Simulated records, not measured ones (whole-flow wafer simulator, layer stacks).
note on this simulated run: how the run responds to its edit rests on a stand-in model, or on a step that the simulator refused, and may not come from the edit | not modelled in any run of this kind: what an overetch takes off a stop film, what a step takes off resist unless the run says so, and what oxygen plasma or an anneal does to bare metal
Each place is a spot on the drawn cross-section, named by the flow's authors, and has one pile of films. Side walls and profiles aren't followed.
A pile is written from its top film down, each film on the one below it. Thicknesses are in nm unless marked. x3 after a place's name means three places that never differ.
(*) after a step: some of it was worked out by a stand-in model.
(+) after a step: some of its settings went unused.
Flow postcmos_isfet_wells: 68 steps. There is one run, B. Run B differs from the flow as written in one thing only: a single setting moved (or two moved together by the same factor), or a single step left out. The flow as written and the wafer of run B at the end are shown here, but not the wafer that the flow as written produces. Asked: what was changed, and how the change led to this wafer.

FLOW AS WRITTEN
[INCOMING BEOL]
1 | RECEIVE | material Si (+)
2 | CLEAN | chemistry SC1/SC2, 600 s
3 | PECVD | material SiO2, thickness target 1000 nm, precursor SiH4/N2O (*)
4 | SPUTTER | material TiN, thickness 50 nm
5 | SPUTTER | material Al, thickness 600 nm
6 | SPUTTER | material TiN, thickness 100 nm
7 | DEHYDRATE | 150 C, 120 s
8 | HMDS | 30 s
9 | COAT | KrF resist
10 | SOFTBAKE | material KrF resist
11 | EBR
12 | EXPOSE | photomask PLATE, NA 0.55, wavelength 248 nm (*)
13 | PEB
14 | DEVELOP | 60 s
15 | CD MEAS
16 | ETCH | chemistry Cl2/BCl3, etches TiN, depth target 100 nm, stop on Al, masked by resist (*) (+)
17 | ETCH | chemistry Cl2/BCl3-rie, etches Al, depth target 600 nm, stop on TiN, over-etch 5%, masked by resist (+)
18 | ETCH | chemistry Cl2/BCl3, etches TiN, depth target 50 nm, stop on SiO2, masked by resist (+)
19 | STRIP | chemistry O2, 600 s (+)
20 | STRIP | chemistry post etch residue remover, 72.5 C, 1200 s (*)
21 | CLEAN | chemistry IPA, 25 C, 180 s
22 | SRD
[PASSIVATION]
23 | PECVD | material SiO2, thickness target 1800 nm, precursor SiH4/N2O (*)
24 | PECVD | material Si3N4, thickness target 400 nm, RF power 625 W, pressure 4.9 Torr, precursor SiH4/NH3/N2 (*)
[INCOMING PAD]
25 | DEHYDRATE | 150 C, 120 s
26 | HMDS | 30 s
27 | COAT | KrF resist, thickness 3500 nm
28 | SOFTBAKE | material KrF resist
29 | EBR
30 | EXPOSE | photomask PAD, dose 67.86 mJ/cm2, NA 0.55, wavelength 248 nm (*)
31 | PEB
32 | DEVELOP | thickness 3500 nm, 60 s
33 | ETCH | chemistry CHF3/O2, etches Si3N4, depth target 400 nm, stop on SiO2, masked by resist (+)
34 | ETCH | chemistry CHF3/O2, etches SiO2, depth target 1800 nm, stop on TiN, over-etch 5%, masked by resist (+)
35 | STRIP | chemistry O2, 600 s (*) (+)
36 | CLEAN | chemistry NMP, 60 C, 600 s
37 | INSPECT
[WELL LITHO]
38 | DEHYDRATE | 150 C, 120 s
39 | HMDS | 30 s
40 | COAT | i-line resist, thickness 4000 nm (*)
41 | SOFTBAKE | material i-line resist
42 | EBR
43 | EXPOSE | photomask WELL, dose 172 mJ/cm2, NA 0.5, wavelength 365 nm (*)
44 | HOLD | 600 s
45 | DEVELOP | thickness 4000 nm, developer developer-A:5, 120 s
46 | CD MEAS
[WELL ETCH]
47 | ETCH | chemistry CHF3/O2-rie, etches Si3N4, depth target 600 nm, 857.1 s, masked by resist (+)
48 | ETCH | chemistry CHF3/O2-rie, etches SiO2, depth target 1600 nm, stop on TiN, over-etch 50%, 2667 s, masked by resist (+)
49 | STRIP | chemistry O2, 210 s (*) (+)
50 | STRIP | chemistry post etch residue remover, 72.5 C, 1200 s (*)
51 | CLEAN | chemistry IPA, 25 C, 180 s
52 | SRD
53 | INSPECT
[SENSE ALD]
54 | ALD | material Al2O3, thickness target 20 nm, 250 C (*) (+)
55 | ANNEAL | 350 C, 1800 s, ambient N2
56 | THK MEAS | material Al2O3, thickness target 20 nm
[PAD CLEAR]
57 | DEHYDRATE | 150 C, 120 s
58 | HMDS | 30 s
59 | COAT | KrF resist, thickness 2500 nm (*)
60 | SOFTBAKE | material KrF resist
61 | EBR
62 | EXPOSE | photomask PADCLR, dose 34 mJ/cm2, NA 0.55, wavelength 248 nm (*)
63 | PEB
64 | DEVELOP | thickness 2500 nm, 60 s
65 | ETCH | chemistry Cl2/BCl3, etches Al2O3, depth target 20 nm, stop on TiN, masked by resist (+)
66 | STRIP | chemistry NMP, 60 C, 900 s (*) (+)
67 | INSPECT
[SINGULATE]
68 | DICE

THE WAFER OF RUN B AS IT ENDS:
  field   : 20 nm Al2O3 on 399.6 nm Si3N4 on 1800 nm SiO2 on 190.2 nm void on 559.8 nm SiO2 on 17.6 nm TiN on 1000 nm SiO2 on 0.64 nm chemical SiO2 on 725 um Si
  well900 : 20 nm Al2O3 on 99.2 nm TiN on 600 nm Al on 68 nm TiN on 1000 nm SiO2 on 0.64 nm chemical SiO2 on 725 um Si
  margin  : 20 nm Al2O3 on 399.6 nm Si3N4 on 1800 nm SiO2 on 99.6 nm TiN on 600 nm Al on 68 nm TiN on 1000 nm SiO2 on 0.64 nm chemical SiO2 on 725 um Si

What caused this: step 4, SPUTTER: thickness 68 nm was run, though the flow has thickness 50 nm.
The wafer lets one read it off: well900 has TiN 68, and step 4 as written asks for 50 nm.

The path from the change to this, step by step:
  4 | SPUTTER | material TiN, thickness 50 nm
      field, margin, well900, well1300 x3, pad_rim, pad_clr, pad_open: +68 TiN (new film) (it would be, as written: +50 TiN (new film))
  18 | ETCH | chemistry Cl2/BCl3, etches TiN, depth target 50 nm, stop on SiO2, masked by resist (+)
      field: -50 TiN (it would be, as written: -50 TiN (all of it))
  23 | PECVD | material SiO2, thickness target 1800 nm, precursor SiH4/N2O (*)
      field: +1800 SiO2 (new film), +190.2 void (new film), +559.8 SiO2 (new film) (it would be, as written: +1800 SiO2 (new film), +189.9 void (new film), +559.7 SiO2)
With metal films that touch counted as one body, field has 1 body; the flow as written gives 0 bodies.
